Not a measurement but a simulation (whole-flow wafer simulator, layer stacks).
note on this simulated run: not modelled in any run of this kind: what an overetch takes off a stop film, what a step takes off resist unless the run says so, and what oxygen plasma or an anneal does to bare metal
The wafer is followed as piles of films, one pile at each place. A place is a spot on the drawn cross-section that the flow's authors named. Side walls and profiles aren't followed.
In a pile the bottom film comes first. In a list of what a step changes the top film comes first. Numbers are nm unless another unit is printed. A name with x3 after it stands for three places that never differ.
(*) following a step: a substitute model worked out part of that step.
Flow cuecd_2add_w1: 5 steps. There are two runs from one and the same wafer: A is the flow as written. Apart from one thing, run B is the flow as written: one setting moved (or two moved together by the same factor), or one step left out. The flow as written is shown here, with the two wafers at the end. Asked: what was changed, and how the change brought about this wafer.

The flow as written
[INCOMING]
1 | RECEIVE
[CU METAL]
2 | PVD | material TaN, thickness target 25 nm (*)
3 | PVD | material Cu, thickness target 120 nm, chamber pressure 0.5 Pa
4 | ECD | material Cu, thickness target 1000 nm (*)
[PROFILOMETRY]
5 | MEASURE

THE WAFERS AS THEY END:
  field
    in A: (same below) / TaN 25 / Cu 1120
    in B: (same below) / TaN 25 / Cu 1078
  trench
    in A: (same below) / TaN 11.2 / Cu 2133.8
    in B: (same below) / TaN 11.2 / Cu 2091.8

The reason: step 3, PVD: thickness target 78 nm was run, though the flow has thickness target 120 nm.

The path from the change to this, step by step:
  3 | PVD | material Cu, thickness target 120 nm, chamber pressure 0.5 Pa
      field: A +120 Cu (new film) | B +78 Cu (new film)
      trench: A +53.6 Cu (new film) | B +35.3 Cu (new film)
